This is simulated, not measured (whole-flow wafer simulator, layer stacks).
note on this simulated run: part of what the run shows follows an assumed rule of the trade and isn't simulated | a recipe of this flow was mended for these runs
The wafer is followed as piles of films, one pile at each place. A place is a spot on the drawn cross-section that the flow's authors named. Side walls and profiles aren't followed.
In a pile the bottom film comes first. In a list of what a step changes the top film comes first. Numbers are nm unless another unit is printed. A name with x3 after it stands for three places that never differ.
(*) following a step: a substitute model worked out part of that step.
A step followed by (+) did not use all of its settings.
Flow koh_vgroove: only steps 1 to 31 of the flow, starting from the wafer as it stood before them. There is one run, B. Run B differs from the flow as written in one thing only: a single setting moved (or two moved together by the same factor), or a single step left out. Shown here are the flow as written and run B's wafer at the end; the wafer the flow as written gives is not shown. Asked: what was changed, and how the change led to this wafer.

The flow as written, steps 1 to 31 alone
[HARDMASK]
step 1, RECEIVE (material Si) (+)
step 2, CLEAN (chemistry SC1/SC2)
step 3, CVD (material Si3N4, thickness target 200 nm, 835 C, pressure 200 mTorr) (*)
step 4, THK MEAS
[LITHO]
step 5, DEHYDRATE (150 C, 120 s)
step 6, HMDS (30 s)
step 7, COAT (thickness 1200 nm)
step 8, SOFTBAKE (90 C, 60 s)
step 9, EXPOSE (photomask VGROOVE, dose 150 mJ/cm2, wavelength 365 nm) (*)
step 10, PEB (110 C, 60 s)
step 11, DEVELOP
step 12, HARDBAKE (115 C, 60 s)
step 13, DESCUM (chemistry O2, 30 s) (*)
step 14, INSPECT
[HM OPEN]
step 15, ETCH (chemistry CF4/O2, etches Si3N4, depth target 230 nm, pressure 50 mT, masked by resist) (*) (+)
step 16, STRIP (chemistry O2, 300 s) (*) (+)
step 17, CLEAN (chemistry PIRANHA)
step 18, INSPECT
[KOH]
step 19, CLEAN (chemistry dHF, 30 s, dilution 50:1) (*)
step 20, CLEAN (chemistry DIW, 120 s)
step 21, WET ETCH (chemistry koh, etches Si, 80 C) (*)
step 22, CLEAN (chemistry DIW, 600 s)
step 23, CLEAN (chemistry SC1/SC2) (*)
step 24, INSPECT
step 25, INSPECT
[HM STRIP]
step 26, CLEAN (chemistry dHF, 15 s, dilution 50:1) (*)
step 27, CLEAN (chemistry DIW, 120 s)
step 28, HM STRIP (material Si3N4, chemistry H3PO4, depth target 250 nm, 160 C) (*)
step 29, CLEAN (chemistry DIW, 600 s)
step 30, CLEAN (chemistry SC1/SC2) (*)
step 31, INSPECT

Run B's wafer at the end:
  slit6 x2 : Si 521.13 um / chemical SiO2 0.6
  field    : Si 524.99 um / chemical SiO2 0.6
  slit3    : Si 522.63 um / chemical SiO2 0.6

What caused this: step 3, CVD: thickness target 100 nm was run, while the flow as written has thickness target 200 nm.

The path from the change to this, step by step:
  step 3, CVD (material Si3N4, thickness target 200 nm, 835 C, pressure 200 mTorr) (*)
      field, slit3, slit2, slit6 x2: Si3N4 gains 100 (new film) (it would be, as written: Si3N4 gains 200 (new film))
  step 15, ETCH (chemistry CF4/O2, etches Si3N4, depth target 230 nm, pressure 50 mT, masked by resist) (*) (+)
      slit3, slit2, slit6 x2: Si3N4 loses 100 (all of it), chemical SiO2 loses 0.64 (all of it), Si loses 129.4 (it would be, as written: Si3N4 loses 200 (all of it), chemical SiO2 loses 0.64 (all of it), Si loses 29.4)
  step 28, HM STRIP (material Si3N4, chemistry H3PO4, depth target 250 nm, 160 C) (*)
      field: Si3N4 loses 98.7 (all of it), chemical SiO2 loses 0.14, Si loses 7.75 (it would be, as written: Si3N4 loses 198.7 (all of it), chemical SiO2 loses 0.14, Si loses 2.75)
